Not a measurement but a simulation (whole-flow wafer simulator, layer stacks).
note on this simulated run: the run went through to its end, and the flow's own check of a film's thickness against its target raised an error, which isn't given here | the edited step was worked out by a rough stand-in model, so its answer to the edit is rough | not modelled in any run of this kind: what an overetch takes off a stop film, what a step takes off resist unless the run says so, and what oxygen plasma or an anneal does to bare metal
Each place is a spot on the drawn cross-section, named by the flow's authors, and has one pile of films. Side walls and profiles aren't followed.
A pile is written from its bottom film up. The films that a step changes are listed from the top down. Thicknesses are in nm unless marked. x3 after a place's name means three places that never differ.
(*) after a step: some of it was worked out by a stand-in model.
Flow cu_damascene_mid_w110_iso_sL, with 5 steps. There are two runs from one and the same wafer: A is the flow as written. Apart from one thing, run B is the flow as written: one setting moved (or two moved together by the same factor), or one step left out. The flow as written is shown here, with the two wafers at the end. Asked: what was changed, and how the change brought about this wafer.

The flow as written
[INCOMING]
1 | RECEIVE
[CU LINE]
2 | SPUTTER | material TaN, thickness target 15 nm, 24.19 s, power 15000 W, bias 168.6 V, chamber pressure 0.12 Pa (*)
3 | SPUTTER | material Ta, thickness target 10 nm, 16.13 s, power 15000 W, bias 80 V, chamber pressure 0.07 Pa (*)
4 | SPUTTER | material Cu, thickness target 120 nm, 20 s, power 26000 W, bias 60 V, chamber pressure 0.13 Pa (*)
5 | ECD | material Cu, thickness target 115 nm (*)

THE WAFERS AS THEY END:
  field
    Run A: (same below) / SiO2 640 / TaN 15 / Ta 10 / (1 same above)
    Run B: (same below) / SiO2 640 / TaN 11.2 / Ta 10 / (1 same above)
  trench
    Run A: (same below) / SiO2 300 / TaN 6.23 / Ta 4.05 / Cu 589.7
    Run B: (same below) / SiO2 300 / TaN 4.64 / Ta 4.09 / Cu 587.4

What caused this: step 2, SPUTTER: power 11180 W was run, though the flow has power 15000 W.

Step by step, how the change led to this:
  2 | SPUTTER | material TaN, thickness target 15 nm, 24.19 s, power 15000 W, bias 168.6 V, chamber pressure 0.12 Pa (*)
      field: A +15 TaN (new film) | B +11.2 TaN (new film)
      trench: A +6.23 TaN (new film) | B +4.64 TaN (new film)
